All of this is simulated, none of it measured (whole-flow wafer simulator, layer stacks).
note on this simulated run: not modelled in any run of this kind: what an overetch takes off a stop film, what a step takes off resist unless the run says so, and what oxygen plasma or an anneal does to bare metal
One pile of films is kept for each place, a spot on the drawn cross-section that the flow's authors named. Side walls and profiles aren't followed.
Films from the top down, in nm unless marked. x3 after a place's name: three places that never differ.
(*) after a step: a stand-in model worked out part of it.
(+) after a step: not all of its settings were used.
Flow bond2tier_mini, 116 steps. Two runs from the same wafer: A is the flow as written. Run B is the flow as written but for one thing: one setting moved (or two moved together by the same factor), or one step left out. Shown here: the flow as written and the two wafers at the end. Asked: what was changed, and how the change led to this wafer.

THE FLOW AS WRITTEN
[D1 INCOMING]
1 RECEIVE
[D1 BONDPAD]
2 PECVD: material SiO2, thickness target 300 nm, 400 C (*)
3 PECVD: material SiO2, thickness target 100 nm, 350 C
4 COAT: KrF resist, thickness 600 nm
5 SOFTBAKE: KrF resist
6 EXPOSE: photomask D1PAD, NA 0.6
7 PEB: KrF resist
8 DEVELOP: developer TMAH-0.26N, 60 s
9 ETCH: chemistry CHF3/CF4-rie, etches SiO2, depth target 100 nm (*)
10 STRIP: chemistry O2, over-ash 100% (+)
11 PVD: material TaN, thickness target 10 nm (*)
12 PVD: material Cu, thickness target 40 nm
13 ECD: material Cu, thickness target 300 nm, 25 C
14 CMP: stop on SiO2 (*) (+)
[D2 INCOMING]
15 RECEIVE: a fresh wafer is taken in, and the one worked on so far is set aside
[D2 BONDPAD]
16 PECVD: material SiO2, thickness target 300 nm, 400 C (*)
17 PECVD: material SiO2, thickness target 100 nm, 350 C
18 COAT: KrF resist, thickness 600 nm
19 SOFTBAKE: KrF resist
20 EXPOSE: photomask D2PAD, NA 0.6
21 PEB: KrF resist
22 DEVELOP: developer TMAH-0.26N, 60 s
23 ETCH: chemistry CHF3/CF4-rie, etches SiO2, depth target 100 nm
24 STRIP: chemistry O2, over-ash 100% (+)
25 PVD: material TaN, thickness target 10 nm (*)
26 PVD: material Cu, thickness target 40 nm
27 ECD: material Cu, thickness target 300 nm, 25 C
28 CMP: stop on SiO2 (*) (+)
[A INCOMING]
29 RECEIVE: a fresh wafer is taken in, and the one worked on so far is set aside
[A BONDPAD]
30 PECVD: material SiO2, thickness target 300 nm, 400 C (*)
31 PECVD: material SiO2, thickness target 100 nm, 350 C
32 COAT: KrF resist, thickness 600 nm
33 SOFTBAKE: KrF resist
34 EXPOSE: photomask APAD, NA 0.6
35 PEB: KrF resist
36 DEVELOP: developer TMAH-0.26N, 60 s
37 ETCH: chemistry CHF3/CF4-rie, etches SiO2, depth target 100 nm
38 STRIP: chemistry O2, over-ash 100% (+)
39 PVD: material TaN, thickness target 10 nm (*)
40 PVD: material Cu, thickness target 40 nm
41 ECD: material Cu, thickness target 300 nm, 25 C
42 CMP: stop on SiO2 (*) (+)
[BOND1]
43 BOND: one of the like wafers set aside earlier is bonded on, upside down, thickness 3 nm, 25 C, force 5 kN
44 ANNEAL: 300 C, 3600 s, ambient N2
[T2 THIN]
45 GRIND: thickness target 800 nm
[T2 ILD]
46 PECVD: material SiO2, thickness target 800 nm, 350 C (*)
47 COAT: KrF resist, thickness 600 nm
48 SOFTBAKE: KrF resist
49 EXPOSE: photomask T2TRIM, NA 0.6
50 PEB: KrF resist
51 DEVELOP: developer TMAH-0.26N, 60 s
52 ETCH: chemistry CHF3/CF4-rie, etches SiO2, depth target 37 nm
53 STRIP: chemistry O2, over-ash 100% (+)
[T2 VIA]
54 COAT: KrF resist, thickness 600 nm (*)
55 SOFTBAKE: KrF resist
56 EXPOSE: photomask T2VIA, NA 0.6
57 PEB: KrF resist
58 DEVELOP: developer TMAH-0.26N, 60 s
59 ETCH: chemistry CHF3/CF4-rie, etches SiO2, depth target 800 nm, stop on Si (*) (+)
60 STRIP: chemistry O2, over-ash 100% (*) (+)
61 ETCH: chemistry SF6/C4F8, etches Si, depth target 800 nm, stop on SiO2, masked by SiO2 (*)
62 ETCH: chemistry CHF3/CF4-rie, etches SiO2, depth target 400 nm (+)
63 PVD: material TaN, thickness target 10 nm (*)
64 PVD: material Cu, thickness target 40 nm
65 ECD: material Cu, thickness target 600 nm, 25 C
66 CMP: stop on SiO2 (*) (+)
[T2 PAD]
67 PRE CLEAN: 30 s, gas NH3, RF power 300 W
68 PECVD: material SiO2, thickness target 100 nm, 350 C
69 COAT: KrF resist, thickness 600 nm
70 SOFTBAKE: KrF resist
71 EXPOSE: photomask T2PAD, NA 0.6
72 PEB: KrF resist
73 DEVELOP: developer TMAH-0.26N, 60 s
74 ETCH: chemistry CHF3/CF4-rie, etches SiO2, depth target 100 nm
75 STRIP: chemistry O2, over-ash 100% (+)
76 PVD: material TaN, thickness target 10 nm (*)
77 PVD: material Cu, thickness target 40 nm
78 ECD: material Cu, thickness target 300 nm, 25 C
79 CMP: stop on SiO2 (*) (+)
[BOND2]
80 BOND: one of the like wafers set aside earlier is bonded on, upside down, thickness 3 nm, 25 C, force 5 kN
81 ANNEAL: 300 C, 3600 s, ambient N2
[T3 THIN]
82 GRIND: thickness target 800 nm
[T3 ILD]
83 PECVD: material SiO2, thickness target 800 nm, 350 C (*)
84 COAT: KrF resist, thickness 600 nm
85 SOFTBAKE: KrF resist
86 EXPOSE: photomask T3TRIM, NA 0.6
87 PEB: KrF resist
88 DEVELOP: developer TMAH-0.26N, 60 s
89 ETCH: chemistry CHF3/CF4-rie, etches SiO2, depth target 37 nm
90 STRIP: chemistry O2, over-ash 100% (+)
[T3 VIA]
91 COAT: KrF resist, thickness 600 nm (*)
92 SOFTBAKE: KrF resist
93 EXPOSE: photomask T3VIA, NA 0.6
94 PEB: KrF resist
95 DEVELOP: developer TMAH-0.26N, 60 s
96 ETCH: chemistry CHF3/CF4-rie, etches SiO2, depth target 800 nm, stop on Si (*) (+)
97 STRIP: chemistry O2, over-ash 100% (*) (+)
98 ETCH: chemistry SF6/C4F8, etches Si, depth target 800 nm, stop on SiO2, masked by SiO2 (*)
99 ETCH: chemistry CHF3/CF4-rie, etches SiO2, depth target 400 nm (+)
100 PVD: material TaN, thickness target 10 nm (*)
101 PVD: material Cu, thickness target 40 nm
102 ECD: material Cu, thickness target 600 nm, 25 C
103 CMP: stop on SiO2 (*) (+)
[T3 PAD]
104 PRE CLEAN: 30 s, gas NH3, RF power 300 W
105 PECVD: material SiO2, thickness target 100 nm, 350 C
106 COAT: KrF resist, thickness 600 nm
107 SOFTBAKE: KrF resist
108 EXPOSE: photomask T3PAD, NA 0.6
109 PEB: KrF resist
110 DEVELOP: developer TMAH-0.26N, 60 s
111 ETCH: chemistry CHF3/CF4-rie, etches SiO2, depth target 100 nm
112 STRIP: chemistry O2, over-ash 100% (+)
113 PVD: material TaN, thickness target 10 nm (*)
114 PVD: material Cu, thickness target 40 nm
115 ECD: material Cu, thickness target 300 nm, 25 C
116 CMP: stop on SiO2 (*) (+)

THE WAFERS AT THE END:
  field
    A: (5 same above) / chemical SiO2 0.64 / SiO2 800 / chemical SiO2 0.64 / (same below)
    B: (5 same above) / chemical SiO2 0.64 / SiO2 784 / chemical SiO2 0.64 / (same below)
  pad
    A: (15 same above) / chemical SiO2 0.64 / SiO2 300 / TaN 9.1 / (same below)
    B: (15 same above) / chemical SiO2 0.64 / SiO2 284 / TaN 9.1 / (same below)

The cause: step 3, PECVD: thickness target 84 nm was run, where the flow has thickness target 100 nm.

How the change led to this, step by step:
  3 PECVD: material SiO2, thickness target 100 nm, 350 C
      field, pad, via: A SiO2 +100 | B SiO2 +84
  43 BOND: one of the like wafers set aside earlier is bonded on, upside down, thickness 3 nm, 25 C, force 5 kN
      field: A Si +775 um (new film), chemical SiO2 +0.64 (new film), SiO2 +400 | B Si +775 um (new film), chemical SiO2 +0.64 (new film), SiO2 +384
      pad: A Si +775 um (new film), chemical SiO2 +0.64 (new film), SiO2 +300 (new film), TaN +9.1 (new film), Cu +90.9 | B Si +775 um (new film), chemical SiO2 +0.64 (new film), SiO2 +284 (new film), TaN +9.1 (new film), Cu +90.9
      (and at 1 more place)
